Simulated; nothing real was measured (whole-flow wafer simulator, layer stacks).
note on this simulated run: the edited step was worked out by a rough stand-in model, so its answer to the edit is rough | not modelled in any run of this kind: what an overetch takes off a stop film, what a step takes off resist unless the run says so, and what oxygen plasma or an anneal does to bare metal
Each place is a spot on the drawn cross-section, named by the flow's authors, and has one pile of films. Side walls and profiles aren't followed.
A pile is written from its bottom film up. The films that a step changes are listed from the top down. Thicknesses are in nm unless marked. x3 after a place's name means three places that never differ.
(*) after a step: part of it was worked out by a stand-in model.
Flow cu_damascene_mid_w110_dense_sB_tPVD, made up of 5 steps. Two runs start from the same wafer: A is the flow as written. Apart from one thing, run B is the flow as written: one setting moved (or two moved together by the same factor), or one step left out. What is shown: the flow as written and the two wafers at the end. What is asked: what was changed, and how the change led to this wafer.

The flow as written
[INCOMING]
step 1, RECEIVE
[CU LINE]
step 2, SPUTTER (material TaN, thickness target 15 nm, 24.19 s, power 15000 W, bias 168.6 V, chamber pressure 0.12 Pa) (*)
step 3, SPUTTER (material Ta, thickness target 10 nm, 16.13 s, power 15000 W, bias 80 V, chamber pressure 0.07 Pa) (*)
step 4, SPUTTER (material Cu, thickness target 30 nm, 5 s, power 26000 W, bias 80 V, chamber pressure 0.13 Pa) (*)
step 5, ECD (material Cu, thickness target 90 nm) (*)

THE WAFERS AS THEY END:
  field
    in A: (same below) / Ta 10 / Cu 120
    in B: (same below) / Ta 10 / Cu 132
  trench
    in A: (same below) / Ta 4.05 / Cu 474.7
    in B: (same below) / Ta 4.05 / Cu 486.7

The reason: step 4, SPUTTER: 7 s was run, though the flow has 5 s.

How this came from the change, step by step:
  step 4, SPUTTER (material Cu, thickness target 30 nm, 5 s, power 26000 W, bias 80 V, chamber pressure 0.13 Pa) (*)
      field: A +30 Cu (new film) | B +42 Cu (new film)
      trench: A +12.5 Cu (new film) | B +17.5 Cu (new film)
